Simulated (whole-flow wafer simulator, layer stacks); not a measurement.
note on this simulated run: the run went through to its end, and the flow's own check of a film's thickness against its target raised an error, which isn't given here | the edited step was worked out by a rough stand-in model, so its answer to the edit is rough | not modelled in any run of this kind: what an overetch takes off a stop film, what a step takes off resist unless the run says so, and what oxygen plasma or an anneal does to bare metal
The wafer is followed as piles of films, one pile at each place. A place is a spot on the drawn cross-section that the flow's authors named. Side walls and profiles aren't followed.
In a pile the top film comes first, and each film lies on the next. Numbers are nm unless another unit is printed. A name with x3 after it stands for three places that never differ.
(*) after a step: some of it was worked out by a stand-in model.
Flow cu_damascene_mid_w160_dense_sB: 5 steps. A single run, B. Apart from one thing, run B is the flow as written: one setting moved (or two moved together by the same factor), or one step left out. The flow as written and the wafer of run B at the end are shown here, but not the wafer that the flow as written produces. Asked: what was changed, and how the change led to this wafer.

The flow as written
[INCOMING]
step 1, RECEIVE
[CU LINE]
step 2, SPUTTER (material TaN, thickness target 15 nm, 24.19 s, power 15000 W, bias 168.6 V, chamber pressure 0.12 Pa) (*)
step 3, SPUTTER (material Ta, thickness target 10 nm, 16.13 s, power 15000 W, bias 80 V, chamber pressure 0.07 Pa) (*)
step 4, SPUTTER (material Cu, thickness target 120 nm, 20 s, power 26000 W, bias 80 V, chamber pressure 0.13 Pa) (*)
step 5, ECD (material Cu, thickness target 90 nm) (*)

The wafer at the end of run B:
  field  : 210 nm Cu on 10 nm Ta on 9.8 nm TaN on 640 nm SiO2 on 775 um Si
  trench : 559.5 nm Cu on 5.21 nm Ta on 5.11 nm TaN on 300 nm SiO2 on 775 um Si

The reason: step 2, SPUTTER: thickness target 9.8 nm was run, though the flow has thickness target 15 nm; step 2, SPUTTER: 15.72 s was run, where the flow has 24.19 s.
The wafer itself shows it: field has TaN 9.8, and step 2 as written asks for 15 nm.

Step by step, how the change led to this:
  step 2, SPUTTER (material TaN, thickness target 15 nm, 24.19 s, power 15000 W, bias 168.6 V, chamber pressure 0.12 Pa) (*)
      field: TaN gains 9.8 (new film) (as written it would have been: TaN gains 15 (new film))
      trench: TaN gains 5.11 (new film) (as written it would have been: TaN gains 7.82 (new film))
